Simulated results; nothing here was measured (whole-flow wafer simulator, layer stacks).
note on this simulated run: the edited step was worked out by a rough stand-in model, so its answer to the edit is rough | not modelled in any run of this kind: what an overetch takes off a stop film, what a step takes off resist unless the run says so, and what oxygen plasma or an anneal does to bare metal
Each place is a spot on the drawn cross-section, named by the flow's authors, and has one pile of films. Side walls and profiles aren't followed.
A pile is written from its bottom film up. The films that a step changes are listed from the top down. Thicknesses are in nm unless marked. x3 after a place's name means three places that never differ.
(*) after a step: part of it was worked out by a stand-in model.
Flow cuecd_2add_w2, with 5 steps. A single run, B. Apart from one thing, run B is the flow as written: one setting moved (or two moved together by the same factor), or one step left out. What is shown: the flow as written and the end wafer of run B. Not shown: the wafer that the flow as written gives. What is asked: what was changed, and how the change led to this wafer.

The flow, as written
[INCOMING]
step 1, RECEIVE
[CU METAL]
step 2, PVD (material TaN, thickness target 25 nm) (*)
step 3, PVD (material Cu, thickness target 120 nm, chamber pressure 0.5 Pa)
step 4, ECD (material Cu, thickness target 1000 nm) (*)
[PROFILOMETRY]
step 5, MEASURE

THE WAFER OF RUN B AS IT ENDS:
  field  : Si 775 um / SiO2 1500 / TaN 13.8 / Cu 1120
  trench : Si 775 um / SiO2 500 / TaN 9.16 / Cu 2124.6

What caused this: step 2, PVD: thickness target 13.8 nm was run, whereas the flow has thickness target 25 nm.
The wafer itself shows it: field has TaN 13.8, and step 2 as written asks for 25 nm.

Step by step, how the change led to this:
  step 2, PVD (material TaN, thickness target 25 nm) (*)
      field: +13.8 TaN (new film) (as written it would have been: +25 TaN (new film))
      trench: +9.16 TaN (new film) (as written it would have been: +16.6 TaN (new film))
